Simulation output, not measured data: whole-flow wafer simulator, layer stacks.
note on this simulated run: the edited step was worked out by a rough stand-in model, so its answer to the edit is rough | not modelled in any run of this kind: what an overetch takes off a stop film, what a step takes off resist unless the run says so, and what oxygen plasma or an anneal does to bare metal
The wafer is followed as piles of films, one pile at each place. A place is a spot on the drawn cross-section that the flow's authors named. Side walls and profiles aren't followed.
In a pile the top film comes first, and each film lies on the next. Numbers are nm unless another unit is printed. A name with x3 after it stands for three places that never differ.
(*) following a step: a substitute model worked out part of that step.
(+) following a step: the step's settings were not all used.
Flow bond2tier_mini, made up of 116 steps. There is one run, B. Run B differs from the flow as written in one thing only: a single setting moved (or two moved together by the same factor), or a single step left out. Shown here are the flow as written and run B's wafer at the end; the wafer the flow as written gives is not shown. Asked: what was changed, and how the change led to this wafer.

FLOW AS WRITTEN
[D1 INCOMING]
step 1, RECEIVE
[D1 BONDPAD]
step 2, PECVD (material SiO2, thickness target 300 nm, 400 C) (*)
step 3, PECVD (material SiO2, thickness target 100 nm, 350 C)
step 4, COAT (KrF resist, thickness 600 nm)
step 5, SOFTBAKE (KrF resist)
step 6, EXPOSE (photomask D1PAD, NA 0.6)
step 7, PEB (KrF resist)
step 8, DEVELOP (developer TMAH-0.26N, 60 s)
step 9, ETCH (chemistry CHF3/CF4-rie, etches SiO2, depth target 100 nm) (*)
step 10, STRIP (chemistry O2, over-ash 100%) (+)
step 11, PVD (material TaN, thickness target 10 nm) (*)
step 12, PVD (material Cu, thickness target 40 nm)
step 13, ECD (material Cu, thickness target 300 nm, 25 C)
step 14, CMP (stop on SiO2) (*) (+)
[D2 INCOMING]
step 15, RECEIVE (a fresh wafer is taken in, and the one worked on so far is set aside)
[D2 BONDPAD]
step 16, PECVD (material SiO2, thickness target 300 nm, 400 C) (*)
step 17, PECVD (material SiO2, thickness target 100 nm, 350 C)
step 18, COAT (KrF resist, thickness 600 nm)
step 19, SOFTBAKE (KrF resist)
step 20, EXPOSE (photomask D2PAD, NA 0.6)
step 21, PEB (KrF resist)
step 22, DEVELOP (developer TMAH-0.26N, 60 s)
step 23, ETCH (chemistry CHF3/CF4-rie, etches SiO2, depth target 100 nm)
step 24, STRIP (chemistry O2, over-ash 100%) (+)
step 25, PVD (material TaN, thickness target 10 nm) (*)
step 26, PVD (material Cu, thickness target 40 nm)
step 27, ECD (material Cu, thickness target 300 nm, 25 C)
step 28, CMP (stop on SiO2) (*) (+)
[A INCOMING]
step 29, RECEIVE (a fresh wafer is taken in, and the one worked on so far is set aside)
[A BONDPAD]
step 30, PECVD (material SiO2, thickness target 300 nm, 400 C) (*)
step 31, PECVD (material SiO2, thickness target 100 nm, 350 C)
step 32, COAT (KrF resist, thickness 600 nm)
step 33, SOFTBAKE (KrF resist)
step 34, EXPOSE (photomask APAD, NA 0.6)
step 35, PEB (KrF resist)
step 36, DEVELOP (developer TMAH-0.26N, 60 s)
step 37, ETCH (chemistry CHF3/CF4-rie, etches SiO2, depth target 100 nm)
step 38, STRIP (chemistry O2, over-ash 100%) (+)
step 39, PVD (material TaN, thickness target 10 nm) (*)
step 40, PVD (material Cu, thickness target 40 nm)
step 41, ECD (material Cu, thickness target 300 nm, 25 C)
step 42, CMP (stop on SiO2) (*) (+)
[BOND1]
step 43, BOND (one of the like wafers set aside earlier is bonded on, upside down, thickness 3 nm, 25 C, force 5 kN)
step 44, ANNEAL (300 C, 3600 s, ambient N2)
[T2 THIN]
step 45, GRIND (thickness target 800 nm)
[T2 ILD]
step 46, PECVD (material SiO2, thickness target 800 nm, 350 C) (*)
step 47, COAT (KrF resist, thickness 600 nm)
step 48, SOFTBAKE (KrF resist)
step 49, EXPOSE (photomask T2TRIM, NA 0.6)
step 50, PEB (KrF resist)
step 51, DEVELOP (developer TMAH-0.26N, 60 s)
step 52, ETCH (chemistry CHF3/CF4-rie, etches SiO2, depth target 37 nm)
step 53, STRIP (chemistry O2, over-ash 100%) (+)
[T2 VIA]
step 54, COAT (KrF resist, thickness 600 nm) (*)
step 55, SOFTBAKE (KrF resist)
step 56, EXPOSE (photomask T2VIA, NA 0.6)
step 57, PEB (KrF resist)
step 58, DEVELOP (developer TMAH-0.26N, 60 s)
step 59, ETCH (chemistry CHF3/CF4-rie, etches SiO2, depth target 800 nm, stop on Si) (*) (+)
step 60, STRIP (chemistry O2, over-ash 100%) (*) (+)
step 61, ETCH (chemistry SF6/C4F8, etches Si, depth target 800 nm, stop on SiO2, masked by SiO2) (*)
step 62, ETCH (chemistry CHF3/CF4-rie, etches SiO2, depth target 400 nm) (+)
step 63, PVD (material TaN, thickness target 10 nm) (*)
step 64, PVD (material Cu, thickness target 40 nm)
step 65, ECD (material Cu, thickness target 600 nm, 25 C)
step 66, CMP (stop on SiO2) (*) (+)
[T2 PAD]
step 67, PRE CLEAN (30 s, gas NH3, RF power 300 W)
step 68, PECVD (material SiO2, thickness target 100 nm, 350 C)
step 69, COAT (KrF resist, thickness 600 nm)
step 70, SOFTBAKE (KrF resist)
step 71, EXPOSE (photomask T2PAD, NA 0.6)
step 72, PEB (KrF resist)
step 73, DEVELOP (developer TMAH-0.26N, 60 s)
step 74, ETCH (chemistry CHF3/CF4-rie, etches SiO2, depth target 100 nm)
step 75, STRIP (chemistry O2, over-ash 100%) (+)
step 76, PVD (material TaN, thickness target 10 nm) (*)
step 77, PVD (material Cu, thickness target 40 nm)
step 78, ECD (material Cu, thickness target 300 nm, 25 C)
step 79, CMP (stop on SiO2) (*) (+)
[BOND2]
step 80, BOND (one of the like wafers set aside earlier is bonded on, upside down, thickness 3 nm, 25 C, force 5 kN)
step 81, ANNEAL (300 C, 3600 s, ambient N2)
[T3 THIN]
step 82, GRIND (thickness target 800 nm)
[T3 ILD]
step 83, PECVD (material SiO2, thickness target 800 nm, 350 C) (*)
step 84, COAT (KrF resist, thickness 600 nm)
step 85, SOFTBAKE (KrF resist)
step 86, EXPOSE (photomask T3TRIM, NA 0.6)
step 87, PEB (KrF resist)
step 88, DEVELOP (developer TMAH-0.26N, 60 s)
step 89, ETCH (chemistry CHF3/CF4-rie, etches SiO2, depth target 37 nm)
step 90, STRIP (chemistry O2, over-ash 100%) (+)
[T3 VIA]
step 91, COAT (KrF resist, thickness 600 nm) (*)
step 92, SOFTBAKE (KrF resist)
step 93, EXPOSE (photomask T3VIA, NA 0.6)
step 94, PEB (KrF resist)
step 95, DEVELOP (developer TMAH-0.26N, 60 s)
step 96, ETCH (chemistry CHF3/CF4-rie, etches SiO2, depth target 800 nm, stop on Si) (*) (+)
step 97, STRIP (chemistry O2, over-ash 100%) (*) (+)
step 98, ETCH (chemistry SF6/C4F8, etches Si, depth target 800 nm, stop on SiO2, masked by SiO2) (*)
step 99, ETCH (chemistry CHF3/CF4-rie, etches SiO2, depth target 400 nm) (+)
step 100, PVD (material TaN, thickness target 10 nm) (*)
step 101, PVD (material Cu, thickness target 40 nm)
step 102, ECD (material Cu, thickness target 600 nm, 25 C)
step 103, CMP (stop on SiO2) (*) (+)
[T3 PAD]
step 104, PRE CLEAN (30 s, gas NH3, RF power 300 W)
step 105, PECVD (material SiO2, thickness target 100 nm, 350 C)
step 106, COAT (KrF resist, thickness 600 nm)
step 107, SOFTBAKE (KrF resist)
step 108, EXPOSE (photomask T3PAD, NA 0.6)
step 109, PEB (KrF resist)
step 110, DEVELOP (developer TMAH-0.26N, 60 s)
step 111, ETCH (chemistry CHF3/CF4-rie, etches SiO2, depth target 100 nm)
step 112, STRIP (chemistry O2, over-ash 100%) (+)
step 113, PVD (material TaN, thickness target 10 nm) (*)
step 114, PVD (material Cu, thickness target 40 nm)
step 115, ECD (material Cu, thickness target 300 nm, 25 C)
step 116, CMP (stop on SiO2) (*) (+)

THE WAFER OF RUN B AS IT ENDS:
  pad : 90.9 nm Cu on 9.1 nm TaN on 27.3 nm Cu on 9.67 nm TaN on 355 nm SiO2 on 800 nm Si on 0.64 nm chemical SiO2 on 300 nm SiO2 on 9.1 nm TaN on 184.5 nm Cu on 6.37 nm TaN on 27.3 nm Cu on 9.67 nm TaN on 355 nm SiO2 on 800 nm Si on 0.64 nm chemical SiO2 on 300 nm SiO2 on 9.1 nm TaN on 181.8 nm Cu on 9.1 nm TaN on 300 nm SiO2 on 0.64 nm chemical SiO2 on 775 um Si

What caused this: step 76, PVD: thickness target 7 nm was run, whereas the flow has thickness target 10 nm.

How this came from the change, step by step:
  step 76, PVD (material TaN, thickness target 10 nm) (*)
      field: TaN gains 7 (new film) (as written it would have been: TaN gains 10 (new film))
      pad: TaN gains 6.37 (new film) (as written it would have been: TaN gains 9.1 (new film))
  step 79, CMP (stop on SiO2) (*) (+)
      field: Cu loses 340 (all of it), TaN loses 7 (all of it) (as written it would have been: Cu loses 340 (all of it), TaN loses 10 (all of it))
